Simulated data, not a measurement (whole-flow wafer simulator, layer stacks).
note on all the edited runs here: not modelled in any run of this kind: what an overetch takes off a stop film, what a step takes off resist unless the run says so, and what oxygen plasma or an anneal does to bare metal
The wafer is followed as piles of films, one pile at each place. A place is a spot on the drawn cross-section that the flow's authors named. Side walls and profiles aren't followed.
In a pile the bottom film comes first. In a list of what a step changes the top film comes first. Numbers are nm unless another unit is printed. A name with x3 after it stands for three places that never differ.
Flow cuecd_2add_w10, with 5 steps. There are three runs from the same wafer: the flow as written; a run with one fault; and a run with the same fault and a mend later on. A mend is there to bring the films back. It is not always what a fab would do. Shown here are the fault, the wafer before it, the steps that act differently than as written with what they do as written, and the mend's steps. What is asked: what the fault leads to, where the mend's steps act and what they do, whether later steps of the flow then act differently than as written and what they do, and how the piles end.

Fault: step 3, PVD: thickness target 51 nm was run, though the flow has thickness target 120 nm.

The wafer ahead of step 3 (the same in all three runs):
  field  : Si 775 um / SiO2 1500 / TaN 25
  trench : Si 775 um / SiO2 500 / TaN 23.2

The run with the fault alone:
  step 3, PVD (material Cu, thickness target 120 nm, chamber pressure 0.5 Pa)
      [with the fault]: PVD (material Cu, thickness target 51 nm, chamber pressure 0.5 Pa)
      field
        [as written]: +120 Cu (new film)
        [with the fault]: +51 Cu (new film)
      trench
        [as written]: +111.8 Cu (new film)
        [with the fault]: +47.4 Cu (new film)
  Every later step of the flow that is run acts as written at every place that is followed.
  By the end, the piles at field, trench depart from the flow's by more than 2% or 0.5 nm, whichever is larger.
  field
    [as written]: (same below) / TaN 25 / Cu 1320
    [with the fault]: (same below) / TaN 25 / Cu 1251
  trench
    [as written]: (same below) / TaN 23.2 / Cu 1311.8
    [with the fault]: (same below) / TaN 23.2 / Cu 1247.4

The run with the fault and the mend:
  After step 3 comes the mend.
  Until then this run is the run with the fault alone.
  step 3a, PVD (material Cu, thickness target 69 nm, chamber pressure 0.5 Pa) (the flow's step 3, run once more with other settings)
      field
        +69 Cu
      trench
        +64.2 Cu
  Every later step of the flow that is run acts as written at every place that is followed.
  The piles end only slightly different from the flow's at the places that both follow, by no more than 2% or 0.5 nm, whichever is larger.
